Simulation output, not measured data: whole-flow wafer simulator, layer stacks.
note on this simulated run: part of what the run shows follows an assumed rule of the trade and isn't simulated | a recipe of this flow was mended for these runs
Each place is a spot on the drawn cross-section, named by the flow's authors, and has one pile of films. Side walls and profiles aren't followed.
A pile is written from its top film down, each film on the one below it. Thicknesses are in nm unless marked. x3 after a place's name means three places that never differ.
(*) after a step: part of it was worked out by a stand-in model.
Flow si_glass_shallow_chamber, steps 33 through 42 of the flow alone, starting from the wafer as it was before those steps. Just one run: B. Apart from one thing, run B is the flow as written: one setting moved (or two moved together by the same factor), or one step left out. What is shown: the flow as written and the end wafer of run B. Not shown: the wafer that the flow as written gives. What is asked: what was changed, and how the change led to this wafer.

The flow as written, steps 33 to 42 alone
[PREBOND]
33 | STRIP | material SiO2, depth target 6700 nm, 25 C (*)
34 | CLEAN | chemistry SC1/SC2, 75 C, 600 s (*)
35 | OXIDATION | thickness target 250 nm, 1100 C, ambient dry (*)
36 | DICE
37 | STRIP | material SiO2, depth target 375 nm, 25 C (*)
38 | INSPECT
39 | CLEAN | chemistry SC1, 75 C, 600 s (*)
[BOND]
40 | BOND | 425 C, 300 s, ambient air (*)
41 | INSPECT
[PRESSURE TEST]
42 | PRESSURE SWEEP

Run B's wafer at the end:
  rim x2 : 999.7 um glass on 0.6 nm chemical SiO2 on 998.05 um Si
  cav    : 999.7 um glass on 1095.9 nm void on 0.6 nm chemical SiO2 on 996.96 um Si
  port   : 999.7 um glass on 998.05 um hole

The reason: step 35, OXIDATION: 1123 C was run, though the flow has 1100 C.

The path from the change to this, step by step:
  35 | OXIDATION | thickness target 250 nm, 1100 C, ambient dry (*)
      rim x2, cav, septum, ring: SiO2 gains 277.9 (new film), chemical SiO2 loses 0.6 (all of it), Si loses 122 (it would be, as written: SiO2 gains 250 (new film), chemical SiO2 loses 0.6 (all of it), Si loses 109.7)
  37 | STRIP | material SiO2, depth target 375 nm, 25 C (*)
      rim x2, cav, septum, ring: SiO2 loses 277.9 (all of it) (it would be, as written: SiO2 loses 250 (all of it))
